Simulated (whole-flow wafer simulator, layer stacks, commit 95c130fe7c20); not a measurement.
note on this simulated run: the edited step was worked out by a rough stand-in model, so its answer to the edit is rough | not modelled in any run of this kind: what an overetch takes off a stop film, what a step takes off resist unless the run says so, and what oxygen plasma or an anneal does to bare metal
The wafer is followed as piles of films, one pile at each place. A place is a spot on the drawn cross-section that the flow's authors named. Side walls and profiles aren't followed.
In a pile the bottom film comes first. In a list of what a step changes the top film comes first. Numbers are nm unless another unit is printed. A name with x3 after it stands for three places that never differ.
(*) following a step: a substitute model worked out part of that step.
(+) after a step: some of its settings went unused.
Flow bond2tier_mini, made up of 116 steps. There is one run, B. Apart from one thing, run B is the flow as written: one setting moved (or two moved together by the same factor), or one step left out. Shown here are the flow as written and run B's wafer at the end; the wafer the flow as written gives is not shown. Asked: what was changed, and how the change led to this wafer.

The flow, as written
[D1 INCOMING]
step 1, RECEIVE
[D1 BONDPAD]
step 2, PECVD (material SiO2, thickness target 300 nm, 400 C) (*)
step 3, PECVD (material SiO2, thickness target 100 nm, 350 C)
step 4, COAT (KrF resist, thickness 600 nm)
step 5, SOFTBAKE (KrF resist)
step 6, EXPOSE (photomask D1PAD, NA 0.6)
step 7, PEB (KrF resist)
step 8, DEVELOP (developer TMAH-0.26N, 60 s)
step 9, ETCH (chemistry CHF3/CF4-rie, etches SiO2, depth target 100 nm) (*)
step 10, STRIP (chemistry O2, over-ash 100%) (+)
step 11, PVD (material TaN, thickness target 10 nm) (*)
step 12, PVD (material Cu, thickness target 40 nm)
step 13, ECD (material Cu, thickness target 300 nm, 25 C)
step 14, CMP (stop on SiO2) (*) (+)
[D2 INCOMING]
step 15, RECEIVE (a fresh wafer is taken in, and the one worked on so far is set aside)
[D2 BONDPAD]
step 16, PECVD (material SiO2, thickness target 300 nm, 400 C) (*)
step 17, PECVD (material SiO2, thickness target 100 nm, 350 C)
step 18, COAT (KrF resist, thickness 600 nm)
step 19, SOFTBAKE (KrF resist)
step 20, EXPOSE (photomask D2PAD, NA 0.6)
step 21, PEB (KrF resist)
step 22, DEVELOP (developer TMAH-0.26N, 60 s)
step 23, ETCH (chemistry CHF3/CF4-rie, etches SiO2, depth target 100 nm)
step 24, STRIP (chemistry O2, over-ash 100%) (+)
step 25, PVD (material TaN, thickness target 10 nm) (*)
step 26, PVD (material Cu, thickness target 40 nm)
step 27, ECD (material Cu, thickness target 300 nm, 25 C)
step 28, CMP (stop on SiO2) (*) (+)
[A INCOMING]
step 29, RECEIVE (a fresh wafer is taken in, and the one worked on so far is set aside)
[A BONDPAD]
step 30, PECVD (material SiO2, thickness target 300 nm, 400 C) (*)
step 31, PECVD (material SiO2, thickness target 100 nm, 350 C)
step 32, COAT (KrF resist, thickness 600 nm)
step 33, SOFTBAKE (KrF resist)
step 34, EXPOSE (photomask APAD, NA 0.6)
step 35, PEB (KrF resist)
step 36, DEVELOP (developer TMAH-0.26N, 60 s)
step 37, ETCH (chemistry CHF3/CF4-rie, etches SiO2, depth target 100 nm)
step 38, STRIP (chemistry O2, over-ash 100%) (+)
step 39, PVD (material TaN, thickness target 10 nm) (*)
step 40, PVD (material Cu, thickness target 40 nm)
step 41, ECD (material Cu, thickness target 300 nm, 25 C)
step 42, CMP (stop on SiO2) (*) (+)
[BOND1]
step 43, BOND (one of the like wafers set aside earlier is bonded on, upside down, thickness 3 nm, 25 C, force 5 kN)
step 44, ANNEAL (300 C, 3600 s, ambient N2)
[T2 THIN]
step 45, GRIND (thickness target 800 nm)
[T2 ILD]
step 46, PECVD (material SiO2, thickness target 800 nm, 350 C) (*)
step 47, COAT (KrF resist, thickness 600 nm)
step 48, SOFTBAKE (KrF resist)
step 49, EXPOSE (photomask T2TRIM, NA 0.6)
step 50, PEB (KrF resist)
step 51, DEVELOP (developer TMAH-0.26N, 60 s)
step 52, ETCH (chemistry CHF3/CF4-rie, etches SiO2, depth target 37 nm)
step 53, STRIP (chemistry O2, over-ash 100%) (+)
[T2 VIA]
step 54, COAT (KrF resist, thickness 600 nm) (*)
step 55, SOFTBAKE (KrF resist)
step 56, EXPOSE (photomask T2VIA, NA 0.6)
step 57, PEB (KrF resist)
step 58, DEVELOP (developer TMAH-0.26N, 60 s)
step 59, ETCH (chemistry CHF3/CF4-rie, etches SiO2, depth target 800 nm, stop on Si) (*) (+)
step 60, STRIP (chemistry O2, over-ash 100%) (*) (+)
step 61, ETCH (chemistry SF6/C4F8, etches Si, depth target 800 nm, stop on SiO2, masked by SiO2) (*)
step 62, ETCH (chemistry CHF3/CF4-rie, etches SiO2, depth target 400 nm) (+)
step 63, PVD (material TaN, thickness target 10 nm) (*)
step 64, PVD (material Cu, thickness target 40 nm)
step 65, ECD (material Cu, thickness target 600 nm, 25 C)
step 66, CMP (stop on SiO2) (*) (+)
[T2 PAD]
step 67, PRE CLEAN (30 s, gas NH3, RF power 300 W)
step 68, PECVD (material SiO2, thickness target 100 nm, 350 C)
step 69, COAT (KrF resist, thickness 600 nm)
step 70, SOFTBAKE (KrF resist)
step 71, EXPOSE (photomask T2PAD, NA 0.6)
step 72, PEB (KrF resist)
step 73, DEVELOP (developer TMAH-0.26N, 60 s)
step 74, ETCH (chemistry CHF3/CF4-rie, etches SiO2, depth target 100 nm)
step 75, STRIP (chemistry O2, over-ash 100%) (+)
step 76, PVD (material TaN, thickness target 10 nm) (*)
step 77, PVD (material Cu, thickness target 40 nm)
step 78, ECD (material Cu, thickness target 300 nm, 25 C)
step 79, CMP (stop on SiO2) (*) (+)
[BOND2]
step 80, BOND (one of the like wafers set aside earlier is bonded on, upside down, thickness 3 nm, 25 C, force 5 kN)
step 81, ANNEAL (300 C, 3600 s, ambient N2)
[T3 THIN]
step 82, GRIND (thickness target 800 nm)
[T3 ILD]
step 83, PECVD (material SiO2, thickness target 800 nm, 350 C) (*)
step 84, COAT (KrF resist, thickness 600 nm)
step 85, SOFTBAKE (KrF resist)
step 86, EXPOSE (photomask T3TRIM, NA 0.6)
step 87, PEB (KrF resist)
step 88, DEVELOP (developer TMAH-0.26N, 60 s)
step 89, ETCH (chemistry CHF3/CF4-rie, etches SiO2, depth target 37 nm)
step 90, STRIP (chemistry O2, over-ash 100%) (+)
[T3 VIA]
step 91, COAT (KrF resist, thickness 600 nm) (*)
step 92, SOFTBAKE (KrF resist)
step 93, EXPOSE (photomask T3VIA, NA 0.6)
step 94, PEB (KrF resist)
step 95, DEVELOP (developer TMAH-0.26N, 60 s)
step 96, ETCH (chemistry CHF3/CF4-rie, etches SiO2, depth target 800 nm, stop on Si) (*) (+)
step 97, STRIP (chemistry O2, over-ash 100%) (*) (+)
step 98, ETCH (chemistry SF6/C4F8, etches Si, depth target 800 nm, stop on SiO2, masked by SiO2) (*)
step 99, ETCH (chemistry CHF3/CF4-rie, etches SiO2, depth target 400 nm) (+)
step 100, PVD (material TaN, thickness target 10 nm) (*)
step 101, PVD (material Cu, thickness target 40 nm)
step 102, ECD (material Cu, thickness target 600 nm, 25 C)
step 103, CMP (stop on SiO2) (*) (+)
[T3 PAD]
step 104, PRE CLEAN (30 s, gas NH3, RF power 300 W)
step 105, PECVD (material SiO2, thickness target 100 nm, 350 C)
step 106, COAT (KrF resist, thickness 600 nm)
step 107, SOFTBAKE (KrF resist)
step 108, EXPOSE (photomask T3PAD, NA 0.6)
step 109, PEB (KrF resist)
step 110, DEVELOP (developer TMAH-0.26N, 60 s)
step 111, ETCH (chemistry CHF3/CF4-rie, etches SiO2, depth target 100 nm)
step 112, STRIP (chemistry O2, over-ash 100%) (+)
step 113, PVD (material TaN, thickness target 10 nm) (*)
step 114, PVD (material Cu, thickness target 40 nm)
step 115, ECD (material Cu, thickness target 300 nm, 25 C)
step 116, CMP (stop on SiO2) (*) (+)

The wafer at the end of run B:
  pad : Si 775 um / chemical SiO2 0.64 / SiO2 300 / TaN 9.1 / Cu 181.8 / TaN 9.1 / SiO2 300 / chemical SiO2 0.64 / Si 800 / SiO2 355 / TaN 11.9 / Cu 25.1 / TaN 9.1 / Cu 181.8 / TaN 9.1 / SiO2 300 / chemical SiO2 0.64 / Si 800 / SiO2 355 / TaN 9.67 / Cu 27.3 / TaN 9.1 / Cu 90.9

What caused this: step 63, PVD: thickness target 12.3 nm was run, whereas the flow has thickness target 10 nm.

How this came from the change, step by step:
  step 63, PVD (material TaN, thickness target 10 nm) (*)
      field: +12.3 TaN (new film) (as written it would have been: +10 TaN (new film))
      pad: +11.9 TaN (new film) (as written it would have been: +9.67 TaN (new film))
  step 66, CMP (stop on SiO2) (*) (+)
      field: -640 Cu (all of it), -12.3 TaN (all of it) (as written it would have been: -640 Cu (all of it), -10 TaN (all of it))
